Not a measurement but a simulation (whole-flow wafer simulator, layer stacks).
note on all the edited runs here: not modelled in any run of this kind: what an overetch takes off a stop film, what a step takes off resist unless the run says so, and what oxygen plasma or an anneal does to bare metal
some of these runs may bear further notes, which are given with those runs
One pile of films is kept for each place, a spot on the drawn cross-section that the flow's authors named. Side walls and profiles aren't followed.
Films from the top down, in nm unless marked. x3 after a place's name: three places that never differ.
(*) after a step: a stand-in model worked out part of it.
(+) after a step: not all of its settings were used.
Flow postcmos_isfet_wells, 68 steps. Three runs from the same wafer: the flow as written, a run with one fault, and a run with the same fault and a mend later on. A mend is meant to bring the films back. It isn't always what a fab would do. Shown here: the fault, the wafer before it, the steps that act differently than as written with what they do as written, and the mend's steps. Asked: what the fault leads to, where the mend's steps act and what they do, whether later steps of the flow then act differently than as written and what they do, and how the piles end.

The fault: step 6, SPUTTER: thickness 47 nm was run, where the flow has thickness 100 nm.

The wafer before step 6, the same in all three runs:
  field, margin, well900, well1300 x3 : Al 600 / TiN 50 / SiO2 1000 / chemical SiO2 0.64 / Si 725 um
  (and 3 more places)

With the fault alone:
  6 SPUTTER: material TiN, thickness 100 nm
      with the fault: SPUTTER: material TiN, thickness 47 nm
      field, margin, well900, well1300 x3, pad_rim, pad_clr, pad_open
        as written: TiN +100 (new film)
        with the fault: TiN +47 (new film)
  Later steps of the flow that act differently than as written (1 more step differs only slightly, by at most 2% or 0.5 nm, whichever is larger, and isn't shown):
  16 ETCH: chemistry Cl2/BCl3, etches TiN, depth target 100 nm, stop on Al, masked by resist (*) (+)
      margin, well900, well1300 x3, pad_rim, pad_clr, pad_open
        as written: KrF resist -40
        with the fault: KrF resist -28.2
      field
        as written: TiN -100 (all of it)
        with the fault: TiN -47 (all of it)
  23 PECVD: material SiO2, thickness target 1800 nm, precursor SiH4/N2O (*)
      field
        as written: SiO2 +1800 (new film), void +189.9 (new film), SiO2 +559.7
        with the fault: SiO2 +1800 (new film), void +150.6 (new film), SiO2 +545.9
  At the end the piles differ from the flow's by more than 2% or 0.5 nm, whichever is larger, at field, margin, well900, well1300 x3, pad_rim, pad_clr, pad_open.
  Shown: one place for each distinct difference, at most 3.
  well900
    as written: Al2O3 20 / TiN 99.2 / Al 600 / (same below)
    with the fault: Al2O3 20 / TiN 46.2 / Al 600 / (same below)
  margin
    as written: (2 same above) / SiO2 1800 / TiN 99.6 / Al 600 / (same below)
    with the fault: (2 same above) / SiO2 1800 / TiN 46.6 / Al 600 / (same below)
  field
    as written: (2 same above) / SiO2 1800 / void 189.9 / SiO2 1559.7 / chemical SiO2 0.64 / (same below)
    with the fault: (2 same above) / SiO2 1800 / void 150.6 / SiO2 1545.9 / chemical SiO2 0.64 / (same below)

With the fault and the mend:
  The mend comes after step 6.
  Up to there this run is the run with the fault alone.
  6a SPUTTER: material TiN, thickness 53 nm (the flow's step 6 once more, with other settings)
      field, margin, well900, well1300 x3, pad_rim, pad_clr, pad_open
        TiN +53
  No later step of the flow acts differently than as written at any place that is followed.
  At the end the piles are the same as the flow's at every place that both follow.
